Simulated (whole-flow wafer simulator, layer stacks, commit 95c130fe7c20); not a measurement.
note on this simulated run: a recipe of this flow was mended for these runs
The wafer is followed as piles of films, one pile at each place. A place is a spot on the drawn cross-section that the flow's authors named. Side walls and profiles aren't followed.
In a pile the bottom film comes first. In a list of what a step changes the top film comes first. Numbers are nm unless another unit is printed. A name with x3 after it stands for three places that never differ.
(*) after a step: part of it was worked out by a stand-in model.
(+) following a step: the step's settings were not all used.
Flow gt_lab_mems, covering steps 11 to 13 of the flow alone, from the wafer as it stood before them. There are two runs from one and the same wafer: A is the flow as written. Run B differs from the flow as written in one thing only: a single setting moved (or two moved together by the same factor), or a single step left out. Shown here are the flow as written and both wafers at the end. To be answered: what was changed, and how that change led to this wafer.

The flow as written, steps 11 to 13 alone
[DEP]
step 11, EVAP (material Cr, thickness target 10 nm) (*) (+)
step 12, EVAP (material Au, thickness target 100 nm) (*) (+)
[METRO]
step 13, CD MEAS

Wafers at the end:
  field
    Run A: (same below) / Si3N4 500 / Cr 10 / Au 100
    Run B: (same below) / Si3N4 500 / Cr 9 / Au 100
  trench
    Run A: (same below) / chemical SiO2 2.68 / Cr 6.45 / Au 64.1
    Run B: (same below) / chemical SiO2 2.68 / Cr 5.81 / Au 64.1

Cause: step 11, EVAP: thickness target 9 nm was run, while the flow as written has thickness target 10 nm.
One can read it off the wafer: field has Cr 9, and step 11 as written asks for 10 nm.

Step by step, how the change led to this:
  step 11, EVAP (material Cr, thickness target 10 nm) (*) (+)
      field: A Cr gains 10 (new film) | B Cr gains 9 (new film)
      trench: A Cr gains 6.45 (new film) | B Cr gains 5.81 (new film)
